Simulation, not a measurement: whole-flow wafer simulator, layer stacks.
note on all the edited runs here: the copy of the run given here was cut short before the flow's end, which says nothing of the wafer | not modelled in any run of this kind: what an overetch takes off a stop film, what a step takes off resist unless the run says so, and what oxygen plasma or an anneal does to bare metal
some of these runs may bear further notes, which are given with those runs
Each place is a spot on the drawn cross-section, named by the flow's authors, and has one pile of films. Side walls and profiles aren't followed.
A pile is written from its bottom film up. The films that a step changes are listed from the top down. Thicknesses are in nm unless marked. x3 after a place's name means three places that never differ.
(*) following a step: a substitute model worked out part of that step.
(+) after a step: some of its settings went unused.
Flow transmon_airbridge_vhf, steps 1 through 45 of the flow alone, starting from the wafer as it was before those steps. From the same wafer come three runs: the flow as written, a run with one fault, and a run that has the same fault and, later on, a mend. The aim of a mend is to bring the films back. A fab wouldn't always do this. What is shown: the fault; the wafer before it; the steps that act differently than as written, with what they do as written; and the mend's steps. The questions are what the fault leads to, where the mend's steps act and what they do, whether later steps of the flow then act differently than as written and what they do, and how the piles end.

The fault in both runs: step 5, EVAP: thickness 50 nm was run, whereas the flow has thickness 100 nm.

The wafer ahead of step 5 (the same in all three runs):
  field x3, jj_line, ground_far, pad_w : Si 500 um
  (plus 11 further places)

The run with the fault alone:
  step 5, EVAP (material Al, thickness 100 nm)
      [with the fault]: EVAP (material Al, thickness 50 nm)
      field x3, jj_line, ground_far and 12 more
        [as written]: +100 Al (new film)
        [with the fault]: +50 Al (new film)
  Later steps of the flow acting differently than as written (14 other steps are not shown; they differ only slightly, by no more than 2% or 0.5 nm, whichever is larger):
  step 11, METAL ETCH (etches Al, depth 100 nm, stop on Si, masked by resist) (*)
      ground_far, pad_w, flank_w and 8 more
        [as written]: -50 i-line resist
        [with the fault]: -37.5 i-line resist
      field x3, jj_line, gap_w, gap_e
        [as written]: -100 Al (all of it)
        [with the fault]: -50 Al (all of it)
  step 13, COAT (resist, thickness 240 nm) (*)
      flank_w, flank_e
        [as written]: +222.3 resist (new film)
        [with the fault]: +230.6 resist (new film)
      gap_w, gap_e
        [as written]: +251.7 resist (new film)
        [with the fault]: +246.1 resist (new film)
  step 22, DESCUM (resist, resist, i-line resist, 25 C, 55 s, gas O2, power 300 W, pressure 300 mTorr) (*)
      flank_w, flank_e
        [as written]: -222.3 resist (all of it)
        [with the fault]: -230.6 resist (all of it)
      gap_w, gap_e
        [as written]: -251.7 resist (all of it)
        [with the fault]: -246.1 resist (all of it)
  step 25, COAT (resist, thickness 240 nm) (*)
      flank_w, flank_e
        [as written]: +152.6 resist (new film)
        [with the fault]: +158.6 resist (new film)
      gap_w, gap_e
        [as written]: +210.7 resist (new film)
        [with the fault]: +205.3 resist (new film)
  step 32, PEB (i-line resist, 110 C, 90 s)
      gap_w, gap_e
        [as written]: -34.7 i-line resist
        [with the fault]: -34 i-line resist
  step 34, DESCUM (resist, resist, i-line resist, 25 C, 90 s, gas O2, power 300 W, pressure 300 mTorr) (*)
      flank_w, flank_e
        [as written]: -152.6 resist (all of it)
        [with the fault]: -158.6 resist (all of it)
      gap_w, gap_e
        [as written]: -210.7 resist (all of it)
        [with the fault]: -205.3 resist (all of it)
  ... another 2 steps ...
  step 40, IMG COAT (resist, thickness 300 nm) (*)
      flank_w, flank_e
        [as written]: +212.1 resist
        [with the fault]: +219.4 resist
  At ground_far, pad_w, flank_w and 10 more, the piles at the end differ from the flow's by more than 2% or 0.5 nm, whichever is larger.
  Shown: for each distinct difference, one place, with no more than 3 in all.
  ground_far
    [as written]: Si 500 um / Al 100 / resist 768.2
    [with the fault]: Si 500 um / Al 50 / resist 768.2
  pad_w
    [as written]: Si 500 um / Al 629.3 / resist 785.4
    [with the fault]: Si 499.99 um / Al 591.3 / resist 785.6
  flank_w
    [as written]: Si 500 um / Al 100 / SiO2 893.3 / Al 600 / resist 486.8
    [with the fault]: Si 500 um / Al 50 / SiO2 893 / Al 600 / resist 495.9

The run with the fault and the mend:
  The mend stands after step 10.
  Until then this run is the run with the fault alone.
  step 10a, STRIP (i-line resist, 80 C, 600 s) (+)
      ground_far, pad_w, flank_w and 8 more
        -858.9 i-line resist (all of it)
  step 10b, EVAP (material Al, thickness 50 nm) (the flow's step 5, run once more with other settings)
      field x3, jj_line, ground_far and 12 more
        +50 Al
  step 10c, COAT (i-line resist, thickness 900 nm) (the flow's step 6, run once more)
      field x3, jj_line, ground_far and 12 more
        +900 i-line resist (new film)
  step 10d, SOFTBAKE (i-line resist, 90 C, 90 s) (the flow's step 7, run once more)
      alters no film at any place that is followed
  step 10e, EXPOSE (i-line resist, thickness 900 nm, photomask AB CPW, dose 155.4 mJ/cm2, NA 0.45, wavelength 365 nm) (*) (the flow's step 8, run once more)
      alters no film at any place that is followed
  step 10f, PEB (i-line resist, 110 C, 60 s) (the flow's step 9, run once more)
      field x3, jj_line, ground_far and 12 more
        -41 i-line resist
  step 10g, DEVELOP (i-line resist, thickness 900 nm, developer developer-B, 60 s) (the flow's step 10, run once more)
      ground_far, pad_w, flank_w and 8 more
        -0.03 i-line resist
      field x3, jj_line, gap_w, gap_e
        -859 i-line resist (all of it)
  Every later step of the flow that is run acts as written at every place that is followed.
  By the end, the piles equal the flow's at every place that both follow.
